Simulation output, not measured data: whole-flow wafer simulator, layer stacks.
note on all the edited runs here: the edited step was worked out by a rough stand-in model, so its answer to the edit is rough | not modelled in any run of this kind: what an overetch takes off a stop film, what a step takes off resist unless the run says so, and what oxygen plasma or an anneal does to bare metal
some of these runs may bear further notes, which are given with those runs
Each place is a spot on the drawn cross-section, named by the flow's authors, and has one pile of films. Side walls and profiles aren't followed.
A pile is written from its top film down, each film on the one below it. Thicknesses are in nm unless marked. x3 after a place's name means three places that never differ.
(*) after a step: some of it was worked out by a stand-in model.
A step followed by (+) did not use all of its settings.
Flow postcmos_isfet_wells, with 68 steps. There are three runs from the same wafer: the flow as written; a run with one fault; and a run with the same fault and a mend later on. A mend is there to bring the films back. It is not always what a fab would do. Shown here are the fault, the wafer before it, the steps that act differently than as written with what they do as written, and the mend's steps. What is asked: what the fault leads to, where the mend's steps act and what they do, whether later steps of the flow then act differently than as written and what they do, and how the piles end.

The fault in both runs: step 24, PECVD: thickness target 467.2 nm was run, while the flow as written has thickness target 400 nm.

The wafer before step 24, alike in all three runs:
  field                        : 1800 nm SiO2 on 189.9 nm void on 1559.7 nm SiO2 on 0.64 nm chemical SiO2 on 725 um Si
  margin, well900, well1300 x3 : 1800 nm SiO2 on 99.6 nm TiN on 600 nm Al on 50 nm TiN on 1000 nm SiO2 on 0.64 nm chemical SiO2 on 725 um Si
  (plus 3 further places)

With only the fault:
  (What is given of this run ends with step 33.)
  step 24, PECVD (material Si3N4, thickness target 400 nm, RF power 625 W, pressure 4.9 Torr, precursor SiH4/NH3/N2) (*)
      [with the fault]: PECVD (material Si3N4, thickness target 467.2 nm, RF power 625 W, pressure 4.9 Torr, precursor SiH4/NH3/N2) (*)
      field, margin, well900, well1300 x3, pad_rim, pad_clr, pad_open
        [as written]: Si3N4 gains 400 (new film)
        [with the fault]: Si3N4 gains 467.2 (new film)
  Steps further on in the flow that do not act as written:
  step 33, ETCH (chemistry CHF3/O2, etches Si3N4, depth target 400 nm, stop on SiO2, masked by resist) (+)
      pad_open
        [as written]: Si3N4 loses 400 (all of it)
        [with the fault]: Si3N4 loses 400
  Once step 33 is done, the piles at field, margin, well900, well1300 x3, pad_rim, pad_clr, pad_open depart from the flow's by more than 2% or 0.5 nm, whichever is larger.
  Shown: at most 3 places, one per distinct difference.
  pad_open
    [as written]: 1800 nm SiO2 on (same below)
    [with the fault]: 67.2 nm Si3N4 on 1800 nm SiO2 on (same below)
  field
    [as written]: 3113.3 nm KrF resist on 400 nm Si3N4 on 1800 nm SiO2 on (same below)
    [with the fault]: 3113.3 nm KrF resist on 467.2 nm Si3N4 on 1800 nm SiO2 on (same below)

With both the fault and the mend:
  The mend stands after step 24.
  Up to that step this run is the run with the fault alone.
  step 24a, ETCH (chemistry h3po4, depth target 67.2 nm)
      field, margin, well900, well1300 x3, pad_rim, pad_clr, pad_open
        Si3N4 loses 67.2
  Every later step of the flow that is run acts as written at every place that is followed.
  The piles end the same as the flow's at every place that both follow.
